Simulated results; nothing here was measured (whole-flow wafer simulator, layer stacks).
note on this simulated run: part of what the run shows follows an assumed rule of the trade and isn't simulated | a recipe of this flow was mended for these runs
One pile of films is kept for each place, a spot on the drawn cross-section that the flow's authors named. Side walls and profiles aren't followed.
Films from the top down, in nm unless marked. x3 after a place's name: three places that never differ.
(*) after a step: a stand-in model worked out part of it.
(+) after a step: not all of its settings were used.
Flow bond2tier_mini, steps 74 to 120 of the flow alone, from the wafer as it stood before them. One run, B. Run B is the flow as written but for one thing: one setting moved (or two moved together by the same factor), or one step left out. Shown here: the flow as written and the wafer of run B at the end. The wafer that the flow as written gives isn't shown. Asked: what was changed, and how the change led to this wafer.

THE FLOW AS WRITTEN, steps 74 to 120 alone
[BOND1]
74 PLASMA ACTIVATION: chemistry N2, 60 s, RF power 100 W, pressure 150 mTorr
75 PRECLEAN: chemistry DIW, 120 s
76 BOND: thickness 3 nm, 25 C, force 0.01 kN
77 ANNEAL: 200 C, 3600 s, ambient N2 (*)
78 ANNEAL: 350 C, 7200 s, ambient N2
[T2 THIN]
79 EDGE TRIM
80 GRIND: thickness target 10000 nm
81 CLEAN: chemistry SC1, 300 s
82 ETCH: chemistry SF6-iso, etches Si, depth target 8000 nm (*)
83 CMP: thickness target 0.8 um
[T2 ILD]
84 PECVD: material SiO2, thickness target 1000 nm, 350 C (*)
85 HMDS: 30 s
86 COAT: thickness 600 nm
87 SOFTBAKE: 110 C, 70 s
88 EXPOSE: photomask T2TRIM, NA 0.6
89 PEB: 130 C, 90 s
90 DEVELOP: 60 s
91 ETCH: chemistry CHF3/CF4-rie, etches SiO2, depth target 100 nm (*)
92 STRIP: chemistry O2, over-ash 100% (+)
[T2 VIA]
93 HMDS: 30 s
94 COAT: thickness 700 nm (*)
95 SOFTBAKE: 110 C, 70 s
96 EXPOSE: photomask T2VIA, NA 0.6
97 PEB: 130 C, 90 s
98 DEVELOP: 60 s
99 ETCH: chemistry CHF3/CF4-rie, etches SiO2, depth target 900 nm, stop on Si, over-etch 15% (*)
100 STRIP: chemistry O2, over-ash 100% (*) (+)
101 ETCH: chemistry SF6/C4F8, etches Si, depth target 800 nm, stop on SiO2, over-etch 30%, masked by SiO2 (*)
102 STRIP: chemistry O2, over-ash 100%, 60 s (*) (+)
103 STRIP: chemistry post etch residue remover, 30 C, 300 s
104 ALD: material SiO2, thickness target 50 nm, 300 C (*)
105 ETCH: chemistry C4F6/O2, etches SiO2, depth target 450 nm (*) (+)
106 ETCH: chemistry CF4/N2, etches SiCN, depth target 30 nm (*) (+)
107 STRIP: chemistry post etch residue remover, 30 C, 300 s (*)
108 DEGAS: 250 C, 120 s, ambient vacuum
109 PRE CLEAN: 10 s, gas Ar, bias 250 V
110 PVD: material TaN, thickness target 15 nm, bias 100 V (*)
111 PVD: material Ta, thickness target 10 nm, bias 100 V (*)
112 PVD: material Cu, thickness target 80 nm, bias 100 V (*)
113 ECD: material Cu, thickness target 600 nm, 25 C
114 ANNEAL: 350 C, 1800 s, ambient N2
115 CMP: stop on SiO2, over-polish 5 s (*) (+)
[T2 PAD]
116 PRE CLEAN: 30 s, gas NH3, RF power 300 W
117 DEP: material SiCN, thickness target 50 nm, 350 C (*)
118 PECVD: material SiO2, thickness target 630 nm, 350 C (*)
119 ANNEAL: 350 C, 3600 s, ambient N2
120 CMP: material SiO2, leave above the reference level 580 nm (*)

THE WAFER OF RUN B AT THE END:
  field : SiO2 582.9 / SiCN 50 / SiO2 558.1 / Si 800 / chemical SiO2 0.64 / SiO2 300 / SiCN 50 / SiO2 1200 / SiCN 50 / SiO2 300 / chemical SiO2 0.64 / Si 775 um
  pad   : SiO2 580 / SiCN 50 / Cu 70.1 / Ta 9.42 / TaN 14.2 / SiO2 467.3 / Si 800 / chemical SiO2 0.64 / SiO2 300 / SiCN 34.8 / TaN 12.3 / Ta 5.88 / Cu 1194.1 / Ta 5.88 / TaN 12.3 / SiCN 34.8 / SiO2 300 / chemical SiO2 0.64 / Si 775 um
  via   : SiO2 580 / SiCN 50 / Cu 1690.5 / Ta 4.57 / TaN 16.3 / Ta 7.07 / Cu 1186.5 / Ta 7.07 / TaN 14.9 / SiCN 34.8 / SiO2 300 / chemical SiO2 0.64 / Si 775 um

The cause: step 109, PRE CLEAN: 8 s was run, where the flow has 10 s.

How the change led to this, step by step:
  109 PRE CLEAN: 10 s, gas Ar, bias 250 V
      field, pad: SiO2 -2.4 (as written it would be: SiO2 -3)
      via: TaN -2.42 (as written it would be: TaN -3.19)
